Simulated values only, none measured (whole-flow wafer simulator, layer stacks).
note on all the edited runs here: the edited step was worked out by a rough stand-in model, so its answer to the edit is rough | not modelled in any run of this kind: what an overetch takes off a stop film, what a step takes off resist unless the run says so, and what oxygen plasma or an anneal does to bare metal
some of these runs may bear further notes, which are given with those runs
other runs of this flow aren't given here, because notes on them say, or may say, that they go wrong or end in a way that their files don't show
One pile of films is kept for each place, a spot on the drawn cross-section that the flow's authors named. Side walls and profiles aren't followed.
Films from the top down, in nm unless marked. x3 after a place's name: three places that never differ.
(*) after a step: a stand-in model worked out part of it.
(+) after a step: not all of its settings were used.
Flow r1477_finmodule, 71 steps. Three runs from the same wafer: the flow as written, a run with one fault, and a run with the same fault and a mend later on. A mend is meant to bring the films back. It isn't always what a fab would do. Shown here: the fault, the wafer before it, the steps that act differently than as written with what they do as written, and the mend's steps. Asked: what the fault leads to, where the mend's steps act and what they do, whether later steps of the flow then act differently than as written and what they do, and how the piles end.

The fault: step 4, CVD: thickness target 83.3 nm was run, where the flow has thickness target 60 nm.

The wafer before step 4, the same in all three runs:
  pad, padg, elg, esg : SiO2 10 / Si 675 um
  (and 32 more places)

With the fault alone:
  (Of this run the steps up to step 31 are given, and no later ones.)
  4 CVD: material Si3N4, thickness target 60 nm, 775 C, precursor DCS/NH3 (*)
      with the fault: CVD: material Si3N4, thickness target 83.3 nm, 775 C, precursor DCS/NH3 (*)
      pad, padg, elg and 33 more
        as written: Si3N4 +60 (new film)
        with the fault: Si3N4 +83.3 (new film)
  Later steps of the flow that act differently than as written:
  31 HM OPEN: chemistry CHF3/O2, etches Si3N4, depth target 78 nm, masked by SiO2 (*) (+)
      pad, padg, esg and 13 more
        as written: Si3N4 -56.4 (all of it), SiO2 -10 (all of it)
        with the fault: Si3N4 -78
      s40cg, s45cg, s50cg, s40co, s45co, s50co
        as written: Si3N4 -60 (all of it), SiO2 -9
        with the fault: Si3N4 -78
  After step 31 the piles differ from the flow's by more than 2% or 0.5 nm, whichever is larger, at pad, padg, elg and 33 more.
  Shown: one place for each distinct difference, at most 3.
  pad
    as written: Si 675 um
    with the fault: Si3N4 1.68 / SiO2 10 / Si 675 um
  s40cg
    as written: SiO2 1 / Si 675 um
    with the fault: Si3N4 5.3 / SiO2 10 / Si 675 um
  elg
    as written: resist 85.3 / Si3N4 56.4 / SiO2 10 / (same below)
    with the fault: resist 85.3 / Si3N4 79.7 / SiO2 10 / (same below)

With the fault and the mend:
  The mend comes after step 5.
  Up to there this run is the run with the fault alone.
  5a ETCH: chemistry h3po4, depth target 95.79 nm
      pad, padg, elg and 33 more
        Si3N4 -83.3 (all of it)
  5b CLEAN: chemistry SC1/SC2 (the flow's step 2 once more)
      changes no film at any place that is followed
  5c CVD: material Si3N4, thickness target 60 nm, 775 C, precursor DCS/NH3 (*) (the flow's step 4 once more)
      pad, padg, elg and 33 more
        Si3N4 +60 (new film)
  No later step of the flow acts differently than as written at any place that is followed.
  At the end the piles are the same as the flow's at every place that both follow.
